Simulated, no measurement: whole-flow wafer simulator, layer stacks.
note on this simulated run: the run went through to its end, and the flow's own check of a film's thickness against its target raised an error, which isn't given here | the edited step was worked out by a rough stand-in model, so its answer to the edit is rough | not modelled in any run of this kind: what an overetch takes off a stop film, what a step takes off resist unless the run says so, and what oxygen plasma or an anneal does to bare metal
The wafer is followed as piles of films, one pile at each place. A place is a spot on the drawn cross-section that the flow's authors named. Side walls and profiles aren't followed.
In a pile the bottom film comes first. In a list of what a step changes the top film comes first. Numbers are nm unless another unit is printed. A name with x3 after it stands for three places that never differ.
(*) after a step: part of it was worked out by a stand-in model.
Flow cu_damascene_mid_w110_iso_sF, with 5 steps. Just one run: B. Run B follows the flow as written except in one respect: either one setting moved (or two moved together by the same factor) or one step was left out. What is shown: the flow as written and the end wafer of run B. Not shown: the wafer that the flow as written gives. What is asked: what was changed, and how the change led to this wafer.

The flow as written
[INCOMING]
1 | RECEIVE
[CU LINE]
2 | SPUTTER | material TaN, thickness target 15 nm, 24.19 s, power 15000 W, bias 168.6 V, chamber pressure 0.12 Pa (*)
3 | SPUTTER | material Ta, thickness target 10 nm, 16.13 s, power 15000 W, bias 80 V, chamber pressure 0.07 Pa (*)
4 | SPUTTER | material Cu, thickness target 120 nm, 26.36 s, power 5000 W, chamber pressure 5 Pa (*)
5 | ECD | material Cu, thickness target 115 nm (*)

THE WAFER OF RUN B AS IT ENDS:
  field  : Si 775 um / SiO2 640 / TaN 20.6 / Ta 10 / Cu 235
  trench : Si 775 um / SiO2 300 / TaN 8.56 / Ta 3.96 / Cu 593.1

What caused this: step 2, SPUTTER: thickness target 20.6 nm was run, though the flow has thickness target 15 nm; step 2, SPUTTER: 33.26 s was run, where the flow has 24.19 s.
The wafer itself shows it: field has TaN 20.6, and step 2 as written asks for 15 nm.

How this came from the change, step by step:
  2 | SPUTTER | material TaN, thickness target 15 nm, 24.19 s, power 15000 W, bias 168.6 V, chamber pressure 0.12 Pa (*)
      field: +20.6 TaN (new film) (as written it would have been: +15 TaN (new film))
      trench: +8.56 TaN (new film) (as written it would have been: +6.23 TaN (new film))
